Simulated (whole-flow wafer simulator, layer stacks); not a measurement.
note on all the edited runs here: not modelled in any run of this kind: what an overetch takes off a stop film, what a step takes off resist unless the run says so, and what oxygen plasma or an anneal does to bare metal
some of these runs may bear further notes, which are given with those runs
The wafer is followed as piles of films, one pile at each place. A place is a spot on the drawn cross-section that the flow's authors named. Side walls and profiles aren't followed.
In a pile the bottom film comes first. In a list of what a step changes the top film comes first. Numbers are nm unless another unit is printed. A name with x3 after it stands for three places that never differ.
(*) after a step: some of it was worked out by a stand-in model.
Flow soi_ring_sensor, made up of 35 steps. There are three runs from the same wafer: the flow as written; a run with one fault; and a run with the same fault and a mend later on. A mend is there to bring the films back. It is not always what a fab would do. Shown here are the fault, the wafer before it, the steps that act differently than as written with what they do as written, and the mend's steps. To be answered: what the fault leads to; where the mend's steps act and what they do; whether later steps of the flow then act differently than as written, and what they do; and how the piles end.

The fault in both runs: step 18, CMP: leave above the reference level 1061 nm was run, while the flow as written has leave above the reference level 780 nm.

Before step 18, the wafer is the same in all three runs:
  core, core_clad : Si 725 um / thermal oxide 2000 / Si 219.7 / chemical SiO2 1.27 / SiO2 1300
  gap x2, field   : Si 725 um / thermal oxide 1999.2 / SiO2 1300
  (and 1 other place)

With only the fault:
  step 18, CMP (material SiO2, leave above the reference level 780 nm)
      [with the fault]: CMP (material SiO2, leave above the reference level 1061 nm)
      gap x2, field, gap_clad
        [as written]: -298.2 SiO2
        [with the fault]: -17.2 SiO2
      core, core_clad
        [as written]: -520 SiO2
        [with the fault]: -239 SiO2
  Steps later in the flow that act otherwise than as written:
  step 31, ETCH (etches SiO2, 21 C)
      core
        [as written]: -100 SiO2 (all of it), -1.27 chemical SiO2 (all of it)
        [with the fault]: -381 SiO2 (all of it), -1.27 chemical SiO2 (all of it)
  By the end, the piles at field, core_clad depart from the flow's by more than 2% or 0.5 nm, whichever is larger.
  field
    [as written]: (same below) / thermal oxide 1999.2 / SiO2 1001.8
    [with the fault]: (same below) / thermal oxide 1999.2 / SiO2 1282.8
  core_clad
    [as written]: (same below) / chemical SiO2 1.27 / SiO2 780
    [with the fault]: (same below) / chemical SiO2 1.27 / SiO2 1061

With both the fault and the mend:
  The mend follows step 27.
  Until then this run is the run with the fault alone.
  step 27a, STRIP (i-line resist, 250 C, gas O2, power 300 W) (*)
      field, core_clad, gap_clad
        -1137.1 i-line resist (all of it)
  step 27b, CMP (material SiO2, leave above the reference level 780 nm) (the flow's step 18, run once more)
      core, gap x2, field, core_clad, gap_clad
        -281 SiO2
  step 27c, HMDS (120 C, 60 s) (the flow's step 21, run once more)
      leaves every film unchanged at each place that is followed
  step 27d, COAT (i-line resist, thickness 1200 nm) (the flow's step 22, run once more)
      core, gap x2, field, core_clad, gap_clad
        +1200 i-line resist (new film)
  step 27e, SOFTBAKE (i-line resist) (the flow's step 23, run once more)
      leaves every film unchanged at each place that is followed
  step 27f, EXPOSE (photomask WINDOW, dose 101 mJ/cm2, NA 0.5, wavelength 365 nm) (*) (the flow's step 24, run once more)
      leaves every film unchanged at each place that is followed
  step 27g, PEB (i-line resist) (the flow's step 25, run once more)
      core, gap x2, field, core_clad, gap_clad
        -62.8 i-line resist
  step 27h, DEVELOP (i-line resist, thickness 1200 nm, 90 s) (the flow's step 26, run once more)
      core, gap x2
        -1137.2 i-line resist (all of it)
      field, core_clad, gap_clad
        -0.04 i-line resist
  Every later step of the flow that is run acts as written at every place that is followed.
  The piles end the same as the flow's at every place that both follow.
